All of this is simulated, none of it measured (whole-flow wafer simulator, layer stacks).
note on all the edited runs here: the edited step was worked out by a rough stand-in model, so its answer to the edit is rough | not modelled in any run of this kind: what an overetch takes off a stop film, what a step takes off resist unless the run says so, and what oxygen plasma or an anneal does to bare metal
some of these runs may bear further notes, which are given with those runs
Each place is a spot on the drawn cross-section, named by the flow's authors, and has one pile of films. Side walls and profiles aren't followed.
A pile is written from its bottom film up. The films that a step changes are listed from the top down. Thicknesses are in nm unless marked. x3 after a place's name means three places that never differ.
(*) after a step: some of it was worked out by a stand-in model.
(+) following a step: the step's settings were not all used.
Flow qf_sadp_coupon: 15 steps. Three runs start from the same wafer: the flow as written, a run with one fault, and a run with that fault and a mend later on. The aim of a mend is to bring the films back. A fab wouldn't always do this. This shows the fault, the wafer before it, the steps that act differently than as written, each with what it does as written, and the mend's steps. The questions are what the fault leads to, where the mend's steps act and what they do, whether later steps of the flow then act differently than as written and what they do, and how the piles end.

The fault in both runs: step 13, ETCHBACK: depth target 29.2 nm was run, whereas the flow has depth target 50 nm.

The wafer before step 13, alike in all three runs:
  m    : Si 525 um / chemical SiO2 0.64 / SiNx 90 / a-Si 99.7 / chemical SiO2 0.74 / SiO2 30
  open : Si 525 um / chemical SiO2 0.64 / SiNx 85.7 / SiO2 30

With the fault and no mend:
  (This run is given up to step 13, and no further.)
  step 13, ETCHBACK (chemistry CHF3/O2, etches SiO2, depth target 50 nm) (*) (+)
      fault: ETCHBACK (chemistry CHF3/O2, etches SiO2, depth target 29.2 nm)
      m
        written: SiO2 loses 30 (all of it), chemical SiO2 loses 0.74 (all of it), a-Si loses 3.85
        fault: SiO2 loses 29.2
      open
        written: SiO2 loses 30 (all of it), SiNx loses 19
        fault: SiO2 loses 29.2
  The piles after step 13 differ from the flow's at m, open by more than 2% or 0.5 nm, whichever is larger.
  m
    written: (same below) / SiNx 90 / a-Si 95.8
    fault: (same below) / SiNx 90 / a-Si 99.7 / chemical SiO2 0.74 / SiO2 0.8
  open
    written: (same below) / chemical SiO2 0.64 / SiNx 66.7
    fault: (same below) / chemical SiO2 0.64 / SiNx 85.7 / SiO2 0.8

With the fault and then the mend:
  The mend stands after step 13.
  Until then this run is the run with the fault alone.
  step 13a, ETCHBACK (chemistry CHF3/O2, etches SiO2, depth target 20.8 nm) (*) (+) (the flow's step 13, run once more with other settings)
      m
        SiO2 loses 0.8 (all of it), chemical SiO2 loses 0.74 (all of it), a-Si loses 3.85
      open
        SiO2 loses 0.8 (all of it), SiNx loses 19
  Later steps of the flow that are run all act as written at every place that is followed.
  The piles end the same as the flow's at every place that both follow.
